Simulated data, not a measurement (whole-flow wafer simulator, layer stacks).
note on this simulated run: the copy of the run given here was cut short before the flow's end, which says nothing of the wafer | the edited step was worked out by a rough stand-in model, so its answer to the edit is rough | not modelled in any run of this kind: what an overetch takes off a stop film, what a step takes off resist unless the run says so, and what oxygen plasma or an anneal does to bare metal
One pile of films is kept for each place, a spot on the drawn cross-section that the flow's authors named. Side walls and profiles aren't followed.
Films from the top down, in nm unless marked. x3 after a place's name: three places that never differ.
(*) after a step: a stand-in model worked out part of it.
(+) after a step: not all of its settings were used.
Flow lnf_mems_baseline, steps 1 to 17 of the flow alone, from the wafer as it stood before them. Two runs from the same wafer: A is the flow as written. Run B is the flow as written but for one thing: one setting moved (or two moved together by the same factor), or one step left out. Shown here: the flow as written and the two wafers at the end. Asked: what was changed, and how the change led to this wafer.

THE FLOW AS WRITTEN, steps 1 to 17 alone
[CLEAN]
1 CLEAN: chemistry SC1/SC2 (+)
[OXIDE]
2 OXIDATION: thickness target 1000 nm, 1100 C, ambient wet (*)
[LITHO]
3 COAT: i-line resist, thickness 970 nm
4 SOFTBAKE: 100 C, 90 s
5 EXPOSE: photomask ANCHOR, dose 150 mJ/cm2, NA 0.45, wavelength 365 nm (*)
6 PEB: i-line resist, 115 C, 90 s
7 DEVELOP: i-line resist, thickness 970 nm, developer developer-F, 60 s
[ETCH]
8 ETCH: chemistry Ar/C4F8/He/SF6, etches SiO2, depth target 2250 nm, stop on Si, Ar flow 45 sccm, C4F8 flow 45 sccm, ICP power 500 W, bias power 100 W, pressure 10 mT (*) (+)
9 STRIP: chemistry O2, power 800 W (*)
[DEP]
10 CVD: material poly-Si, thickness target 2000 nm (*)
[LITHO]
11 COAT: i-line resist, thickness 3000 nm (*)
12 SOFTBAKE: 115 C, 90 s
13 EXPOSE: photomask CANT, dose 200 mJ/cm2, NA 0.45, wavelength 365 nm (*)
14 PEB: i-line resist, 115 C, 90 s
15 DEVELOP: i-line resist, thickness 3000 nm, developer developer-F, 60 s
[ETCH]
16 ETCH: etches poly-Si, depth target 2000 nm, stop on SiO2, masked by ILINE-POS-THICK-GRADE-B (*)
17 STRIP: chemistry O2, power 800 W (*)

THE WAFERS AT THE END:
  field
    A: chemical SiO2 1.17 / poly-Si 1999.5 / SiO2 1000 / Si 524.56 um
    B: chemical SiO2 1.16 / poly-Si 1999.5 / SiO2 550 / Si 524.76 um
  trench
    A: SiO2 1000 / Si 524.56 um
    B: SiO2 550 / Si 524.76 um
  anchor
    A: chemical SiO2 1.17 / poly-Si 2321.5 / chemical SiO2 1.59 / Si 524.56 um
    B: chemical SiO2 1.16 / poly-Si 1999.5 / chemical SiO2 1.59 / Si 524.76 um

The cause: step 2, OXIDATION: thickness target 550 nm was run, where the flow has thickness target 1000 nm.
It can be read off the wafer: field has SiO2 550, and step 2 as written asks for 1000 nm.

How the change led to this, step by step:
  2 OXIDATION: thickness target 1000 nm, 1100 C, ambient wet (*)
      field, anchor, beam, trench, char_slit: A SiO2 +1000 (new film), chemical SiO2 -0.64 (all of it), Si -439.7 | B SiO2 +550 (new film), chemical SiO2 -0.64 (all of it), Si -241.7
  8 ETCH: chemistry Ar/C4F8/He/SF6, etches SiO2, depth target 2250 nm, stop on Si, Ar flow 45 sccm, C4F8 flow 45 sccm, ICP power 500 W, bias power 100 W, pressure 10 mT (*) (+)
      field, beam, trench, char_slit: A i-line resist -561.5 | B i-line resist -336.5
      anchor: A SiO2 -1000 (all of it) | B SiO2 -550 (all of it)
  9 STRIP: chemistry O2, power 800 W (*)
      field, beam, trench, char_slit: A i-line resist -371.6 (all of it) | B i-line resist -596.6 (all of it)
  10 CVD: material poly-Si, thickness target 2000 nm (*)
      anchor: A poly-Si +2322 (new film) | B poly-Si +2000 (new film)
  11 COAT: i-line resist, thickness 3000 nm (*)
      anchor: A i-line resist +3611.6 (new film) | B i-line resist +3486.2 (new film)
  12 SOFTBAKE: 115 C, 90 s
      anchor: A i-line resist +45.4 | B i-line resist +43.3
  14 PEB: i-line resist, 115 C, 90 s
      anchor: A i-line resist -46.1 | B i-line resist -43.8
  17 STRIP: chemistry O2, power 800 W (*)
      anchor: A chemical SiO2 +1.17 (new film), i-line resist -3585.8 (all of it), poly-Si -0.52 | B chemical SiO2 +1.16 (new film), i-line resist -3460.6 (all of it), poly-Si -0.51
